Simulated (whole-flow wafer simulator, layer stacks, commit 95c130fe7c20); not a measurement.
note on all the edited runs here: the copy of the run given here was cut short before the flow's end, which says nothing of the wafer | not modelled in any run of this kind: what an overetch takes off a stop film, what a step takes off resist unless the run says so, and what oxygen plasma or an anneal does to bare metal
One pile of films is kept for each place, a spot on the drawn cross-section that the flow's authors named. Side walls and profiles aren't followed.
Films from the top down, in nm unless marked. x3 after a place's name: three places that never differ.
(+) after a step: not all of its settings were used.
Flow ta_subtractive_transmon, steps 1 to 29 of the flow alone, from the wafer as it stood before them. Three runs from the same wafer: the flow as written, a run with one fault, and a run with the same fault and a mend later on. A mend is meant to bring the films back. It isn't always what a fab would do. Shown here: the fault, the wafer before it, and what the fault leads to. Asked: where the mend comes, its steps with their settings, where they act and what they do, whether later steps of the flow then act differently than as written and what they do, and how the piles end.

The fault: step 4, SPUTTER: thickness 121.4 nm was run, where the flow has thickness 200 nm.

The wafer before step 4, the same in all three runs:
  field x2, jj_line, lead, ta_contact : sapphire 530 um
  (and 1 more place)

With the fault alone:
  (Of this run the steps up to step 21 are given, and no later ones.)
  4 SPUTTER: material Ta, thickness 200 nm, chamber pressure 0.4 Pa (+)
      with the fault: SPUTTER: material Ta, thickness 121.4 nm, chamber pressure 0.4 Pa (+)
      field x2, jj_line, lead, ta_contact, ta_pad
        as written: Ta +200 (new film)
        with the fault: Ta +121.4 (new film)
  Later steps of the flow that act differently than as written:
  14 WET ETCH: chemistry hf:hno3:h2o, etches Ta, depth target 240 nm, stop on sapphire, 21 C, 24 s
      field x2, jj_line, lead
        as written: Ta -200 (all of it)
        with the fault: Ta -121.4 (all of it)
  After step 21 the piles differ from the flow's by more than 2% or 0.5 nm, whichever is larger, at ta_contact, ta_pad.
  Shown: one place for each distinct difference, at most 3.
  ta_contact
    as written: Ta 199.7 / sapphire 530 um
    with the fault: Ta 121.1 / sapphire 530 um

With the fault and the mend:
  The mend comes after step 5.
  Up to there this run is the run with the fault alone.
  5a WET ETCH: chemistry hf:hno3:h2o, etches Ta, depth target 139.7 nm, stop on sapphire, 21 C, 13.97 s
      field x2, jj_line, lead, ta_contact, ta_pad
        Ta -121.4 (all of it)
  5b SPUTTER: material Ta, thickness 200 nm, chamber pressure 0.4 Pa (+) (the flow's step 4 once more)
      field x2, jj_line, lead, ta_contact, ta_pad
        Ta +200 (new film)
  No later step of the flow acts differently than as written at any place that is followed.
  At the end the piles are the same as the flow's at every place that both follow.
